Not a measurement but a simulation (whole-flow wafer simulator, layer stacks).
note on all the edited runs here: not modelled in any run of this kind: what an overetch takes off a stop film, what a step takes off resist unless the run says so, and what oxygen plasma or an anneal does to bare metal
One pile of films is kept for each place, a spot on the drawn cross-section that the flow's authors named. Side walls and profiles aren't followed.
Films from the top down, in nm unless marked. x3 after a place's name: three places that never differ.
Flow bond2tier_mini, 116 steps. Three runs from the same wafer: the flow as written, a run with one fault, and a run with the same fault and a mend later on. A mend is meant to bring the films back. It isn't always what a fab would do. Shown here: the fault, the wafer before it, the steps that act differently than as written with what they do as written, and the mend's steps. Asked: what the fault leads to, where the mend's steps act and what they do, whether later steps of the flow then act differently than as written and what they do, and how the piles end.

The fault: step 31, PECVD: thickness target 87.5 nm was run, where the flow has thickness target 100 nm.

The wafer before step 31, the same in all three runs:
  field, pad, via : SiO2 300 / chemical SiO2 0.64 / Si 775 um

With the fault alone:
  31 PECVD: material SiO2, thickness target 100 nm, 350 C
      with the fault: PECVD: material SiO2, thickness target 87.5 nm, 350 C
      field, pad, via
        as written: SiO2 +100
        with the fault: SiO2 +87.5
  No later step of the flow acts differently than as written at any place that is followed.
  At the end the piles differ from the flow's by more than 2% or 0.5 nm, whichever is larger, at pad.
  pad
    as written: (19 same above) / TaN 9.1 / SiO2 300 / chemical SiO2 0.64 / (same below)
    with the fault: (19 same above) / TaN 9.1 / SiO2 287.5 / chemical SiO2 0.64 / (same below)

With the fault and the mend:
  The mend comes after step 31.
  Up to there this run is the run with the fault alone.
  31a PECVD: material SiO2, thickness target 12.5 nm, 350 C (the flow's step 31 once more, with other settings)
      field, pad, via
        SiO2 +12.5
  No later step of the flow acts differently than as written at any place that is followed.
  At the end the piles are the same as the flow's at every place that both follow.
